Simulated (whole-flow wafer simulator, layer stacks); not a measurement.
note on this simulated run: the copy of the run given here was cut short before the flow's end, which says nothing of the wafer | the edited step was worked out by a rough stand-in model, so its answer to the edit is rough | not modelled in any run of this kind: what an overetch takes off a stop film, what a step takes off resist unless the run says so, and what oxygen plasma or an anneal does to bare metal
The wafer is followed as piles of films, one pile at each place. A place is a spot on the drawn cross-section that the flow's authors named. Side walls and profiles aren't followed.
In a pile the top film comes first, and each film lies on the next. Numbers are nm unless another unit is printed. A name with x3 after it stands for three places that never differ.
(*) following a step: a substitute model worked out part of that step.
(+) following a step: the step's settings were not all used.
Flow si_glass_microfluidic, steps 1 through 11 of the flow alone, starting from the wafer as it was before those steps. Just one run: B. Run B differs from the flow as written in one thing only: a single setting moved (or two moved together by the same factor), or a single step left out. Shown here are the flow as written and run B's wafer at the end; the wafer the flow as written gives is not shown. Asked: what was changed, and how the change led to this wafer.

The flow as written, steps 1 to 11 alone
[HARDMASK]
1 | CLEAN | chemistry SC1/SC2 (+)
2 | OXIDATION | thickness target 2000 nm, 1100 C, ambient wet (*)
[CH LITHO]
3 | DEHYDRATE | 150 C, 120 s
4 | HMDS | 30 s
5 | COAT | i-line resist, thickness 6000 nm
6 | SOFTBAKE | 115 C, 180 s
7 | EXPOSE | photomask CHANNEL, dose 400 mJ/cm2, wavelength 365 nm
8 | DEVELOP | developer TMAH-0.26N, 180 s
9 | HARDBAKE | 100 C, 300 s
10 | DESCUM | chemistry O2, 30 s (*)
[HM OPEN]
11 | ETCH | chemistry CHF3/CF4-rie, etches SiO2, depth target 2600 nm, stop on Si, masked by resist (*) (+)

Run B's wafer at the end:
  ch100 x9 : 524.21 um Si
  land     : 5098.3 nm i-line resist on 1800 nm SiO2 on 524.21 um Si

Cause: step 2, OXIDATION: thickness target 1800 nm was run, while the flow as written has thickness target 2000 nm.
The wafer itself shows it: land has SiO2 1800, and step 2 as written asks for 2000 nm.

Step by step, how the change led to this:
  2 | OXIDATION | thickness target 2000 nm, 1100 C, ambient wet (*)
      land, ch100 x9: SiO2 gains 1800 (new film), chemical SiO2 loses 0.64 (all of it), Si loses 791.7 (it would be, as written: SiO2 gains 2000 (new film), chemical SiO2 loses 0.64 (all of it), Si loses 879.7)
  11 | ETCH | chemistry CHF3/CF4-rie, etches SiO2, depth target 2600 nm, stop on Si, masked by resist (*) (+)
      ch100 x9: SiO2 loses 1800 (all of it) (it would be, as written: SiO2 loses 2000 (all of it))
